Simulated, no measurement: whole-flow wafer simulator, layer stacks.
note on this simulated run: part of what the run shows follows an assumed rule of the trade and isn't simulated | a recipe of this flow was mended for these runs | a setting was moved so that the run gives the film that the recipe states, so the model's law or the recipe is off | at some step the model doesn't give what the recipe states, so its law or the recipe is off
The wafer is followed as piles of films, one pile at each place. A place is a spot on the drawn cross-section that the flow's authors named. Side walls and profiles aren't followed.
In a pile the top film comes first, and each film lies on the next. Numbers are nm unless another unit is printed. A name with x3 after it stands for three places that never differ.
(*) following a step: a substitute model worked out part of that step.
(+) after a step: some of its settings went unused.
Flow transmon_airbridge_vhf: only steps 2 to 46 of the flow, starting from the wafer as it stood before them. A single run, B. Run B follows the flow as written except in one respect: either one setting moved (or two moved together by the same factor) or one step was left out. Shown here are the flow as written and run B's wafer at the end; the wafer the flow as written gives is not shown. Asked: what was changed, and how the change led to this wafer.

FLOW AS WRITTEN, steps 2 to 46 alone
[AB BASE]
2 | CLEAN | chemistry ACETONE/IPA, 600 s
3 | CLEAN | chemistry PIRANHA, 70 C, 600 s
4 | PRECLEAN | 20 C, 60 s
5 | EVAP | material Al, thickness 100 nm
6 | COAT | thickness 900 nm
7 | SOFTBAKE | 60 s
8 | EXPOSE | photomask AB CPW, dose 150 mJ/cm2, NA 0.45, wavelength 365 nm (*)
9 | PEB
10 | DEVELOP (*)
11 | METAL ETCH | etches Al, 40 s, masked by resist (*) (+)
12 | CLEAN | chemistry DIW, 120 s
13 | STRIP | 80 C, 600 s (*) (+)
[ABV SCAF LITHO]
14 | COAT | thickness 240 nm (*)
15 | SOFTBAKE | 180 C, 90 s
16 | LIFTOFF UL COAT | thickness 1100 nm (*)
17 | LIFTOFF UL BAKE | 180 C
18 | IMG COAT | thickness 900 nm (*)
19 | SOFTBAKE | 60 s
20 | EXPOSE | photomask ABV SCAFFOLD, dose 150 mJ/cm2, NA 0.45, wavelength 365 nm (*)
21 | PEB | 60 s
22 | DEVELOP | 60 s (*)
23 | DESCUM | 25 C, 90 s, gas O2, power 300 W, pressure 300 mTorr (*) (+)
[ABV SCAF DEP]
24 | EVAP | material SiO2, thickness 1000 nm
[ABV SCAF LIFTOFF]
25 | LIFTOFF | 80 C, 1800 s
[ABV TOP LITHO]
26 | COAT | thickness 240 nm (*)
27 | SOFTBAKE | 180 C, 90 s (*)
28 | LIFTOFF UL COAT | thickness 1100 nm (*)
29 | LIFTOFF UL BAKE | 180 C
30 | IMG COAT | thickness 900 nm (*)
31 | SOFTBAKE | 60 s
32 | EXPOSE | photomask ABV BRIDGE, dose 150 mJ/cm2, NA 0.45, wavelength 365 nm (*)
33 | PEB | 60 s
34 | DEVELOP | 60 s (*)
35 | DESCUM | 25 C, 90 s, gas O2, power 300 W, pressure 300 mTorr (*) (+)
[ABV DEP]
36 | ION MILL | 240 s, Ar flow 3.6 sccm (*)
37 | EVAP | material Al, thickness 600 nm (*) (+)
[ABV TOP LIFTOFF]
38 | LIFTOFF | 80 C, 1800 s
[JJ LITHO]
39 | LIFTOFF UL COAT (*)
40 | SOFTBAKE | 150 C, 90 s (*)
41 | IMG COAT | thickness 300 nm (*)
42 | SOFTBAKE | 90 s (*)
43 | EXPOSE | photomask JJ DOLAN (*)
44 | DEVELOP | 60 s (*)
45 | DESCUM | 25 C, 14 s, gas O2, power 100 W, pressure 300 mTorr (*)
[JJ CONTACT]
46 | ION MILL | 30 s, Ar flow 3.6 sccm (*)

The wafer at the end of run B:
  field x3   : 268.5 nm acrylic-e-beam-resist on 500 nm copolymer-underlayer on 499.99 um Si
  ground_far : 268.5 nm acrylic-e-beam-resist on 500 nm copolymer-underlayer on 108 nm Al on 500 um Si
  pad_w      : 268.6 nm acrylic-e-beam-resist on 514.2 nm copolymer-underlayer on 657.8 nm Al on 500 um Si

The reason: step 5, EVAP: thickness 108 nm was run, though the flow has thickness 100 nm.
The wafer itself shows it: ground_far has Al 108, and step 5 as written asks for 100 nm.

Step by step, how the change led to this:
  5 | EVAP | material Al, thickness 100 nm
      field x3, jj_line, ground_far and 12 more: +108 Al (new film) (in the flow as written it would be: +100 Al (new film))
  11 | METAL ETCH | etches Al, 40 s, masked by resist (*) (+)
      field x3, jj_line, gap_w, gap_e: -94.7 Al (all of it), -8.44 Si (in the flow as written it would be: -86.7 Al (all of it), -11.1 Si)
